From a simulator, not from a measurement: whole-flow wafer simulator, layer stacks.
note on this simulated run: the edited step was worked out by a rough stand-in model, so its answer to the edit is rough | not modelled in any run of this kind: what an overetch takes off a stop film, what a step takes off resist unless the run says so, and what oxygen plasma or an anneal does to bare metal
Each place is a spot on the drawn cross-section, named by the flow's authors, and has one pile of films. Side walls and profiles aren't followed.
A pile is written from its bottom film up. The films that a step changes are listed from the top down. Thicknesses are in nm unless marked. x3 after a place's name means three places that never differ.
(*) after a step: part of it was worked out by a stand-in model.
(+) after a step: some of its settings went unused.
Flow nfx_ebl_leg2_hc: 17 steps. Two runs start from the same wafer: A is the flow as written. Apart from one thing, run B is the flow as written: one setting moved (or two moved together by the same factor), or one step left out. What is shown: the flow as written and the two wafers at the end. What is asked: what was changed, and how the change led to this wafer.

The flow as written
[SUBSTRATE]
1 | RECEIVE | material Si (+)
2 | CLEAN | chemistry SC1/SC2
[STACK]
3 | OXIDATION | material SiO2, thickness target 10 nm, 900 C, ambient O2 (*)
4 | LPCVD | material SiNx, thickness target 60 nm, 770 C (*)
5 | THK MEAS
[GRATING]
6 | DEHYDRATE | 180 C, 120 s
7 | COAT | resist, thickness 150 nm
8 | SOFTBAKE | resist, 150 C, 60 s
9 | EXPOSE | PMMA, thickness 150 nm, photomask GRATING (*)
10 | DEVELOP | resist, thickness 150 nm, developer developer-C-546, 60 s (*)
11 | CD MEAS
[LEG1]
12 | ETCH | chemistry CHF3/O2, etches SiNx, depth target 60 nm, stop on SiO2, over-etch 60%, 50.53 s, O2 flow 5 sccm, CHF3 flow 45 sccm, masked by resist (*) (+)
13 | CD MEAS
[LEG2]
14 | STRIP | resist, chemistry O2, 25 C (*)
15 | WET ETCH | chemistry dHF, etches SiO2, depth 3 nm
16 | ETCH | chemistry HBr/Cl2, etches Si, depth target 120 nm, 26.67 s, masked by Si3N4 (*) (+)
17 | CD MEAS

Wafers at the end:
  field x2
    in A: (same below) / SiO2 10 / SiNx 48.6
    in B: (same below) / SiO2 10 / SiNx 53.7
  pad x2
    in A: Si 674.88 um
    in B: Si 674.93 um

What caused this: step 16, ETCH: depth target 66 nm was run, while the flow as written has depth target 120 nm; step 16, ETCH: 14.67 s was run, where the flow has 26.67 s.

The path from the change to this, step by step:
  16 | ETCH | chemistry HBr/Cl2, etches Si, depth target 120 nm, 26.67 s, masked by Si3N4 (*) (+)
      field x2: A SiNx loses 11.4 | B SiNx loses 6.29
      pad x2: A Si loses 120 | B Si loses 66
